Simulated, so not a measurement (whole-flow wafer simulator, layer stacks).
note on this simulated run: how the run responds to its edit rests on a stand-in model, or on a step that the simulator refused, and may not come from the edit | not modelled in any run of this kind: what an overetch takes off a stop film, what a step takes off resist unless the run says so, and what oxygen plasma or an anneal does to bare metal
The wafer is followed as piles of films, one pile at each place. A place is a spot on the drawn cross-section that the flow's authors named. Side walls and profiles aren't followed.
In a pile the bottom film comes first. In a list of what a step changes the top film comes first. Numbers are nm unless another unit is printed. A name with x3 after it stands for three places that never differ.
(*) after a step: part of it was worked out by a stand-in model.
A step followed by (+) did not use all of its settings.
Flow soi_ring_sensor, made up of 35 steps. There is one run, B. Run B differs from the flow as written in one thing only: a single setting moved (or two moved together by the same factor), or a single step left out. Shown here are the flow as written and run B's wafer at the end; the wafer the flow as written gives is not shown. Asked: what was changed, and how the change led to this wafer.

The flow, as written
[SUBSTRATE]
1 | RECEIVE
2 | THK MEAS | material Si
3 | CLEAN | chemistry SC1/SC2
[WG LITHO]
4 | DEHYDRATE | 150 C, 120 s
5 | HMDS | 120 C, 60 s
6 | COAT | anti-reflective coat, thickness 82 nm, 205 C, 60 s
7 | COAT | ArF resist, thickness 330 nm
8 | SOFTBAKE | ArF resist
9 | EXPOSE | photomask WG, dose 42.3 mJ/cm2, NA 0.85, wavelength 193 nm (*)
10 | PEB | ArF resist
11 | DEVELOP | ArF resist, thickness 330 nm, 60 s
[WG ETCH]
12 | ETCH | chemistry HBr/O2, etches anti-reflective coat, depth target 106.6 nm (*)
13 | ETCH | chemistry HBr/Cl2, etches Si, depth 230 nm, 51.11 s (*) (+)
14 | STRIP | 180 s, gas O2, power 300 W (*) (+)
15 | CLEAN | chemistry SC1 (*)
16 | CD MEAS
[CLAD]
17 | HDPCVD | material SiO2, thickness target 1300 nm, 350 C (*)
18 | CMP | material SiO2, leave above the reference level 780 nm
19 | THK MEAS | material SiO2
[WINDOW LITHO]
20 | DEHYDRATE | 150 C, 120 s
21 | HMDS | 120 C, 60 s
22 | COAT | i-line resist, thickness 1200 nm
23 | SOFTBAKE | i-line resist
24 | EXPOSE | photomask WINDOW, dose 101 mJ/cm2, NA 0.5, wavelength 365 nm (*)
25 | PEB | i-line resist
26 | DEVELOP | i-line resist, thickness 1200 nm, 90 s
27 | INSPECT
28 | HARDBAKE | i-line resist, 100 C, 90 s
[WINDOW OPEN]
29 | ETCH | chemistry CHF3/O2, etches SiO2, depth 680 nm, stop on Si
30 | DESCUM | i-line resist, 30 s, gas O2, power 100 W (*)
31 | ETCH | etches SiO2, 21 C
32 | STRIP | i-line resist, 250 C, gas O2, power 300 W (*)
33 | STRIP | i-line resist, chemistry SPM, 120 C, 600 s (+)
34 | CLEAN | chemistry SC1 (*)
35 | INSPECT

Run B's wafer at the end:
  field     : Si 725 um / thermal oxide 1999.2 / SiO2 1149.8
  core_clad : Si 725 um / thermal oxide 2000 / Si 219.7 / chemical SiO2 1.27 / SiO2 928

Cause: step 18, CMP: leave above the reference level 928 nm was run, whereas the flow has leave above the reference level 780 nm.
The wafer itself shows it: core_clad has SiO2 928, and step 18 as written asks for 780 nm.

How this came from the change, step by step:
  18 | CMP | material SiO2, leave above the reference level 780 nm
      gap, window, field, gap_clad: -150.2 SiO2 (as written it would have been: -298.2 SiO2)
      core, core_clad: -372 SiO2 (as written it would have been: -520 SiO2)
  31 | ETCH | etches SiO2, 21 C
      core: -248 SiO2 (all of it), -1.27 chemical SiO2 (all of it) (as written it would have been: -100 SiO2 (all of it), -1.27 chemical SiO2 (all of it))
